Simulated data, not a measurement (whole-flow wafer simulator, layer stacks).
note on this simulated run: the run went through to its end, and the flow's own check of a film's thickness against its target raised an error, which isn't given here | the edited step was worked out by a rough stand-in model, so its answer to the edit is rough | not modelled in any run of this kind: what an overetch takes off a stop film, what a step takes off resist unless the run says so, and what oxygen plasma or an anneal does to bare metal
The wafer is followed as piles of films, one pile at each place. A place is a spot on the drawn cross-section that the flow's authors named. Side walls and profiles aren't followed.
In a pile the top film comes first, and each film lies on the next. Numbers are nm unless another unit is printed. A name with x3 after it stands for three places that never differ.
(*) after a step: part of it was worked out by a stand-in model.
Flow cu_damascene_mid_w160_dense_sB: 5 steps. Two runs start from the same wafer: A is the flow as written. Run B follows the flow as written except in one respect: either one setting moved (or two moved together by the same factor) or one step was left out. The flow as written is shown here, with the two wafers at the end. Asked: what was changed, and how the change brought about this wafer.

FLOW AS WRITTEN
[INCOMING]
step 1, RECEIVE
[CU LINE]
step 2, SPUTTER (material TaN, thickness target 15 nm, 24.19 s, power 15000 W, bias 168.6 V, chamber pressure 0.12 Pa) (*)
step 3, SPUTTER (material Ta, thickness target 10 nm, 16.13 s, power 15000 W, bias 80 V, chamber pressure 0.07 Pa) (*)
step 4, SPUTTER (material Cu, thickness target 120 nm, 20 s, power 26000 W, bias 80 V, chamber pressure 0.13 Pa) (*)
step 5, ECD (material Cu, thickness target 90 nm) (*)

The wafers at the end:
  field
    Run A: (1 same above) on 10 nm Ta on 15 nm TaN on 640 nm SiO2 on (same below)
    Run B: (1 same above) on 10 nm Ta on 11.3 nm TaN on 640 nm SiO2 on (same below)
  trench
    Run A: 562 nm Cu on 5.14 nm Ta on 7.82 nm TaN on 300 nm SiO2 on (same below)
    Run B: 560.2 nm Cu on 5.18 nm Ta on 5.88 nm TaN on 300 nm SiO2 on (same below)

Cause: step 2, SPUTTER: power 11300 W was run, while the flow as written has power 15000 W.

Step by step, how the change led to this:
  step 2, SPUTTER (material TaN, thickness target 15 nm, 24.19 s, power 15000 W, bias 168.6 V, chamber pressure 0.12 Pa) (*)
      field: A +15 TaN (new film) | B +11.3 TaN (new film)
      trench: A +7.82 TaN (new film) | B +5.88 TaN (new film)
